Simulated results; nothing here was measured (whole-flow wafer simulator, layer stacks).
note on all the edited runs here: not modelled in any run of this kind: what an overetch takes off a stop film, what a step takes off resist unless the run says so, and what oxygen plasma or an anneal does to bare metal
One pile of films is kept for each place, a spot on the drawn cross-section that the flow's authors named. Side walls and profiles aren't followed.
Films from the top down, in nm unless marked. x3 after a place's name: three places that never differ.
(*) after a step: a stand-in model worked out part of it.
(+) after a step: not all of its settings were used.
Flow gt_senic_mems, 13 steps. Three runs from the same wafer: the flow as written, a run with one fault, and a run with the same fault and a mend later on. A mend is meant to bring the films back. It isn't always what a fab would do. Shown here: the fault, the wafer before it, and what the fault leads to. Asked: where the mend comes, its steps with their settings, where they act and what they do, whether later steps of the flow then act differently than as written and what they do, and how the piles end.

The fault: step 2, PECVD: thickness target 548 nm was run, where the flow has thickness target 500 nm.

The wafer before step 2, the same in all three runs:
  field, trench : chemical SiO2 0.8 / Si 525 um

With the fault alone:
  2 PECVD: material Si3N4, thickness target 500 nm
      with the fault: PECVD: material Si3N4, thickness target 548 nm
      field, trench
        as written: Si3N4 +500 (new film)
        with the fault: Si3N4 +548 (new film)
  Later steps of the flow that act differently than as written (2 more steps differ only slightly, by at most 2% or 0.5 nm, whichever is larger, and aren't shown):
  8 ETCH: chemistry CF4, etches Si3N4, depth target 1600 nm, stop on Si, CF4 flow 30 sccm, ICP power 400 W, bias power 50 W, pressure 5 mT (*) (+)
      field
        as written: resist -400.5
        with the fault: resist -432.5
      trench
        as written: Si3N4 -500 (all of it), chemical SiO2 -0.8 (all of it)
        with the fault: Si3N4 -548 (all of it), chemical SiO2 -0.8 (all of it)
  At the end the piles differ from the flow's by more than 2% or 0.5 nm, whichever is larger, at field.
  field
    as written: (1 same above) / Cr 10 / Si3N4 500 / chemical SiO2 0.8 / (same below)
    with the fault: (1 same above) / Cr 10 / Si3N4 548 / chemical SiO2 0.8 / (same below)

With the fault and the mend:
  The mend comes after step 2.
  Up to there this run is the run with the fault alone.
  2a ETCH: chemistry h3po4, depth target 630.2 nm
      field, trench
        Si3N4 -548 (all of it)
  2b PECVD: material Si3N4, thickness target 500 nm (the flow's step 2 once more)
      field, trench
        Si3N4 +500 (new film)
  No later step of the flow acts differently than as written at any place that is followed.
  At the end the piles are the same as the flow's at every place that both follow.
